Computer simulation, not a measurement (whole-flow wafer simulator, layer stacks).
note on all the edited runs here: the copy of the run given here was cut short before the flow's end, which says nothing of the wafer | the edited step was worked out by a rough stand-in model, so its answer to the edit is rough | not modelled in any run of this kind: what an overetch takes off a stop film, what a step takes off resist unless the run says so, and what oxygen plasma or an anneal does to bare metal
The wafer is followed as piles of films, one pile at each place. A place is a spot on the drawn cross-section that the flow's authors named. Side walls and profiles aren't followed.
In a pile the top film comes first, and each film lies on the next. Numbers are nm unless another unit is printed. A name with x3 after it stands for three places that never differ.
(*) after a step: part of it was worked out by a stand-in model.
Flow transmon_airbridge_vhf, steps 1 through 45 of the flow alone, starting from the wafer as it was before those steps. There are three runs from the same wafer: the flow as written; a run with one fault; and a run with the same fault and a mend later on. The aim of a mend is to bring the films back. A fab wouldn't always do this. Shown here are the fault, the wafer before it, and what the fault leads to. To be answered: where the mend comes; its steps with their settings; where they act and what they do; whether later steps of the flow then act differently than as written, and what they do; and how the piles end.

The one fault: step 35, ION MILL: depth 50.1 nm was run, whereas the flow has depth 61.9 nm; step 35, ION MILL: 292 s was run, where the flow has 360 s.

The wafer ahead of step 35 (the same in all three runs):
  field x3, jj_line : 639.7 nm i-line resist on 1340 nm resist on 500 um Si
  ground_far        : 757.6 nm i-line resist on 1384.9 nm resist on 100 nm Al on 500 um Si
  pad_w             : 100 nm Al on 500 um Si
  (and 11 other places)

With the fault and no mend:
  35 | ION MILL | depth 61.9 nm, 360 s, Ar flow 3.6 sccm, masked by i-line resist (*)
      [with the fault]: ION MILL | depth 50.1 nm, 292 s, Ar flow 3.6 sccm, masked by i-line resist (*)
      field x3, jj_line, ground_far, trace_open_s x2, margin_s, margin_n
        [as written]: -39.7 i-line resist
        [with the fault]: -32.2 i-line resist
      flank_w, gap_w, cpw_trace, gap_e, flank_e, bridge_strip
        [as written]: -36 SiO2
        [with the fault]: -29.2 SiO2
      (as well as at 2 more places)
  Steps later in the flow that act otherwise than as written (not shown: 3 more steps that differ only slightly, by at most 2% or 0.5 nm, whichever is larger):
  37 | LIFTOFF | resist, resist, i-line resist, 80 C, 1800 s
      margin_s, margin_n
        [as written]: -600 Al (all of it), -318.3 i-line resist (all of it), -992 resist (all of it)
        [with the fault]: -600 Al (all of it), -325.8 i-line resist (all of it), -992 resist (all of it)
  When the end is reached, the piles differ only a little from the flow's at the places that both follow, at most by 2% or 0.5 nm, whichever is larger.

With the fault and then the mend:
  After step 35 comes the mend.
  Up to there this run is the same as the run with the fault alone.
  35a | ION MILL | depth 11.8 nm, 68.63 s, Ar flow 3.6 sccm, masked by i-line resist (*) (the flow's step 35 again, with other settings)
      field x3, jj_line, ground_far, trace_open_s x2, margin_s, margin_n
        -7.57 i-line resist
      flank_w, gap_w, cpw_trace, gap_e, flank_e, bridge_strip
        -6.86 SiO2
      pad_w, pad_e
        -11.8 Al
  Every later step of the flow that is run acts as written, at every place that is followed, to within 2% or 0.5 nm, whichever is larger.
  When the end is reached, the piles differ only a little from the flow's at the places that both follow, at most by 2% or 0.5 nm, whichever is larger.
